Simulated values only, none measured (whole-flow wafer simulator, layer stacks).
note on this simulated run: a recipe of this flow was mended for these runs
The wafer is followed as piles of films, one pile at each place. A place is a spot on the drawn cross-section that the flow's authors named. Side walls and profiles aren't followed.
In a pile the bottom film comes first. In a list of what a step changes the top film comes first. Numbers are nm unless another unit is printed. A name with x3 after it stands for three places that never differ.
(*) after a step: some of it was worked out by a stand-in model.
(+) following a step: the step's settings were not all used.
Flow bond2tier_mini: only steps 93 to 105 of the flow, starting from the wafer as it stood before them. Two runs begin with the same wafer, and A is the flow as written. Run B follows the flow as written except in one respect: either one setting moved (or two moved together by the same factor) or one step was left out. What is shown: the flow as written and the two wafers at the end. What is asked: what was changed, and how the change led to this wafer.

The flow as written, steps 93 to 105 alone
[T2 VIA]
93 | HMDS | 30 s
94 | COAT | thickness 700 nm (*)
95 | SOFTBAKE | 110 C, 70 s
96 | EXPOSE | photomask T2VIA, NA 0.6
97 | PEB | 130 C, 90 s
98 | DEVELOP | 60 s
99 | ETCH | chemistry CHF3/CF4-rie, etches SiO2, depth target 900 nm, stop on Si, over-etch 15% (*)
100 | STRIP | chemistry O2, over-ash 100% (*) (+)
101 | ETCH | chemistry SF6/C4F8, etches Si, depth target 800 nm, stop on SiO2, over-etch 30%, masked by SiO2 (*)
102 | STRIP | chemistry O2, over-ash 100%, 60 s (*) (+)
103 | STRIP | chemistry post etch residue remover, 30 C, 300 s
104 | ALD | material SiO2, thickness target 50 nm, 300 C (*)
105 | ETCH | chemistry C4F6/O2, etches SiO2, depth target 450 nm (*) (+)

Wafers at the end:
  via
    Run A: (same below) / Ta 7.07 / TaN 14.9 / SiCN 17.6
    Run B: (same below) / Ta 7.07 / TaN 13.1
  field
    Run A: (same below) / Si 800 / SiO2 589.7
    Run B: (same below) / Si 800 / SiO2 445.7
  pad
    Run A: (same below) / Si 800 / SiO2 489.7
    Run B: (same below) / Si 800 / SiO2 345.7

The reason: step 104, ALD: thickness target 68 nm was run, though the flow has thickness target 50 nm; step 105, ETCH: depth target 612 nm was run, where the flow has depth target 450 nm.

How this came from the change, step by step:
  104 | ALD | material SiO2, thickness target 50 nm, 300 C (*)
      field, pad, via: A SiO2 gains 50 | B SiO2 gains 68
  105 | ETCH | chemistry C4F6/O2, etches SiO2, depth target 450 nm (*) (+)
      via: A SiO2 loses 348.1 (all of it), SiCN loses 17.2 | B SiO2 loses 366.1 (all of it), SiCN loses 34.8 (all of it), TaN loses 1.79
      field, pad: A SiO2 loses 450 | B SiO2 loses 612
